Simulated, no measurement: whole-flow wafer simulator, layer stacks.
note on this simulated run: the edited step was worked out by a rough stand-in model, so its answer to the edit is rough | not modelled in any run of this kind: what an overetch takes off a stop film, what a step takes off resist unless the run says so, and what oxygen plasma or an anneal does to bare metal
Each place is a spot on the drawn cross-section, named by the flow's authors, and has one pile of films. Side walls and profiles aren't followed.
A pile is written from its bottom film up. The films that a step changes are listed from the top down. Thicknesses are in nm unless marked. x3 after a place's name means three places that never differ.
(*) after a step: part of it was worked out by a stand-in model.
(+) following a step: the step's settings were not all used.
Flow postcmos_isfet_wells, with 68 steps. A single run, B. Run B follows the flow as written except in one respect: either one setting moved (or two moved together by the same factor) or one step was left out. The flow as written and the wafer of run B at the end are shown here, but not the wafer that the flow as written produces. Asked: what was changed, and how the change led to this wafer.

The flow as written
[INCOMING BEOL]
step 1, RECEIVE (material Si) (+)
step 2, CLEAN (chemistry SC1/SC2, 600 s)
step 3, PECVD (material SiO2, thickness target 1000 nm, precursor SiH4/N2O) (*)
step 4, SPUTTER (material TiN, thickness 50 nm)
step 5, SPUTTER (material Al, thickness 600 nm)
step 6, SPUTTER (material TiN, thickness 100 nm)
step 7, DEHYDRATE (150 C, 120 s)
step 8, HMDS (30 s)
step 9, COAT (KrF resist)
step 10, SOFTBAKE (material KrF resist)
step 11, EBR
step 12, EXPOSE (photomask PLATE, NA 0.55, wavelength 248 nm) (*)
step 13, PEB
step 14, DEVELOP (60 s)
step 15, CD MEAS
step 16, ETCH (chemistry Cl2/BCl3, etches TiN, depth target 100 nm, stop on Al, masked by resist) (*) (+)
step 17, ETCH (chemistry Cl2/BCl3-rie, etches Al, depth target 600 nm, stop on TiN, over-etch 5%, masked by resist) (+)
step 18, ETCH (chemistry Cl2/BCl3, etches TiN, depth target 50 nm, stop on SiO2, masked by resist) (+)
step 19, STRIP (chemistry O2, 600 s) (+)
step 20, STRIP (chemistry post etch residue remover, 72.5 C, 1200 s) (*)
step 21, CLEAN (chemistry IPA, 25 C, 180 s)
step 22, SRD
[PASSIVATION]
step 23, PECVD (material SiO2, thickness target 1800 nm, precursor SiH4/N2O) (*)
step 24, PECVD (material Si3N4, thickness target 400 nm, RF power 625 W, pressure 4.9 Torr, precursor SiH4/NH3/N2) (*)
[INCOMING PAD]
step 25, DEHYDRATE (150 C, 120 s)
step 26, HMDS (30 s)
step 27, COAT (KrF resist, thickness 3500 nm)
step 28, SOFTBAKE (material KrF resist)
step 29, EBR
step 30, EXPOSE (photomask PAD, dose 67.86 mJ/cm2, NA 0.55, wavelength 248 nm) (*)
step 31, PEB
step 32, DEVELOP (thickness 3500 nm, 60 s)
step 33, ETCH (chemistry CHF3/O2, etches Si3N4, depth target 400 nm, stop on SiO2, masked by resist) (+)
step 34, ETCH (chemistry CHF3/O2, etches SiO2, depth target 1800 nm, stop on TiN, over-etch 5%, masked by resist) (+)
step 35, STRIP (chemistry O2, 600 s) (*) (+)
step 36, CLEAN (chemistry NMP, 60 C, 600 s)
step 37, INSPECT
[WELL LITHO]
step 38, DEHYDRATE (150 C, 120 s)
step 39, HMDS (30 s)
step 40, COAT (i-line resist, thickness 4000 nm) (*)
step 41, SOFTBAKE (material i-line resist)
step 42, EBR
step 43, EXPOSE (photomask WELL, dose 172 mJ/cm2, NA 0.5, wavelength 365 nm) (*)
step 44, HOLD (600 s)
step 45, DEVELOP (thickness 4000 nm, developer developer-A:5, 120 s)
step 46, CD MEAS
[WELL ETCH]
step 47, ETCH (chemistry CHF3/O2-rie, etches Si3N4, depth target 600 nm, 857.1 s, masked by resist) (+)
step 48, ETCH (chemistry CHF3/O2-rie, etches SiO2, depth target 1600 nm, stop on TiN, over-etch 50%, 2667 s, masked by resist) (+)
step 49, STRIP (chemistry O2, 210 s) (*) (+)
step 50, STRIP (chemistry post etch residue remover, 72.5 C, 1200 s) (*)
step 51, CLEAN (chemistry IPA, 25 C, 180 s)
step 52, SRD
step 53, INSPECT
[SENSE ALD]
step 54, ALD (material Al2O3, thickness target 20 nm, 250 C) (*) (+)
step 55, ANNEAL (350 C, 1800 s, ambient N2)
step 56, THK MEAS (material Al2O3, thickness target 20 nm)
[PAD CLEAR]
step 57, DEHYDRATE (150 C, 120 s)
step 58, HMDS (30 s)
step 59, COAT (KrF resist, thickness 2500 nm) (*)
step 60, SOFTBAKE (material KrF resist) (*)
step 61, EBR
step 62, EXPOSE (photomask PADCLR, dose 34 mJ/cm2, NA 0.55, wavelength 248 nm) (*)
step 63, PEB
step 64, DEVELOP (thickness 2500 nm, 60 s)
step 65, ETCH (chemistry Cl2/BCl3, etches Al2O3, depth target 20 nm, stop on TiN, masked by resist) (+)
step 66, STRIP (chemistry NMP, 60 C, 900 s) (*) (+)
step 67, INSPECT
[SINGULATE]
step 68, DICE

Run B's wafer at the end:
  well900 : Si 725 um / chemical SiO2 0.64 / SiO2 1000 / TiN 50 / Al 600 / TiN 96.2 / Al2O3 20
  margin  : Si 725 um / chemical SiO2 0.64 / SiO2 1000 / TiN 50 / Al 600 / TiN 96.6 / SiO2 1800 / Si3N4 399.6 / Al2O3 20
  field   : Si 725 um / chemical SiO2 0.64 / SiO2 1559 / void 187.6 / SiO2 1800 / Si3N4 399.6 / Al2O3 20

What caused this: step 6, SPUTTER: thickness 97 nm was run, whereas the flow has thickness 100 nm; step 16, ETCH: depth target 97 nm was run, where the flow has depth target 100 nm.

How this came from the change, step by step:
  step 6, SPUTTER (material TiN, thickness 100 nm)
      field, margin, well900 and 6 more: +97 TiN (new film) (it would be, as written: +100 TiN (new film))
  step 16, ETCH (chemistry Cl2/BCl3, etches TiN, depth target 100 nm, stop on Al, masked by resist) (*) (+)
      margin, well900, well1300, well2000, well3000, pad_rim, pad_clr, pad_open: -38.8 KrF resist (it would be, as written: -40 KrF resist)
      field: -97 TiN (all of it) (it would be, as written: -100 TiN (all of it))
